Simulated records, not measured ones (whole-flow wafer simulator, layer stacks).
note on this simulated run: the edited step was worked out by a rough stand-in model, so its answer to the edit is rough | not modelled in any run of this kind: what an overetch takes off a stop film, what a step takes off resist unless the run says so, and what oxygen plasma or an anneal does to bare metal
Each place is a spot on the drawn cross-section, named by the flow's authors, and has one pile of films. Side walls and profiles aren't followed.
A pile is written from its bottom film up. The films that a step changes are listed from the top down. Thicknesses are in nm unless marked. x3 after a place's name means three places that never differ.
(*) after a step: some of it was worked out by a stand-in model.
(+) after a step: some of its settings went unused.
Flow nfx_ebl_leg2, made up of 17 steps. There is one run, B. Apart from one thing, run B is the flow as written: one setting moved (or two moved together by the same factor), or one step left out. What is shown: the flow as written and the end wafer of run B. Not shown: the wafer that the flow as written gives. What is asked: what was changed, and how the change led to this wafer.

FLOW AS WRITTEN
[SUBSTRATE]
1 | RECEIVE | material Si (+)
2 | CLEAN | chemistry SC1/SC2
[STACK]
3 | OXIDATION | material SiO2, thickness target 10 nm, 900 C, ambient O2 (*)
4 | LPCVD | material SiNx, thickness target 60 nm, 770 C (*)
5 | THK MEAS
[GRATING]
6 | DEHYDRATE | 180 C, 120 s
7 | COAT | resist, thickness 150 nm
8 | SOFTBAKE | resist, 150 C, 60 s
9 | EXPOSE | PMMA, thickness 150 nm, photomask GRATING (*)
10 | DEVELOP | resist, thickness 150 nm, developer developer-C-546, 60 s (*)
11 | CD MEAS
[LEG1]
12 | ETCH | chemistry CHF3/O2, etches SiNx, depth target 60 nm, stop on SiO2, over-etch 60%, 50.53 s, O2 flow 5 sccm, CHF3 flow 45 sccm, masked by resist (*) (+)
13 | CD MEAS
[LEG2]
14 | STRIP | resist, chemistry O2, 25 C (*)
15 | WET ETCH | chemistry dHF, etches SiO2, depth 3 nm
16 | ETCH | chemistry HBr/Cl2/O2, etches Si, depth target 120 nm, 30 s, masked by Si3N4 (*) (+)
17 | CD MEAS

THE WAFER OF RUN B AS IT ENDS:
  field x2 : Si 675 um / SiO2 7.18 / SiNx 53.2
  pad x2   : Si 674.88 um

Cause: step 3, OXIDATION: 865 C was run, though the flow has 900 C.

Step by step, how the change led to this:
  3 | OXIDATION | material SiO2, thickness target 10 nm, 900 C, ambient O2 (*)
      field x2, pad x2: SiO2 gains 7.18 (new film), chemical SiO2 loses 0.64 (all of it), Si loses 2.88 (it would be, as written: SiO2 gains 10 (new film), chemical SiO2 loses 0.64 (all of it), Si loses 4.12)
  12 | ETCH | chemistry CHF3/O2, etches SiNx, depth target 60 nm, stop on SiO2, over-etch 60%, 50.53 s, O2 flow 5 sccm, CHF3 flow 45 sccm, masked by resist (*) (+)
      pad x2: SiNx loses 60 (all of it), SiO2 loses 7.18 (all of it) (it would be, as written: SiNx loses 60 (all of it), SiO2 loses 10 (all of it))
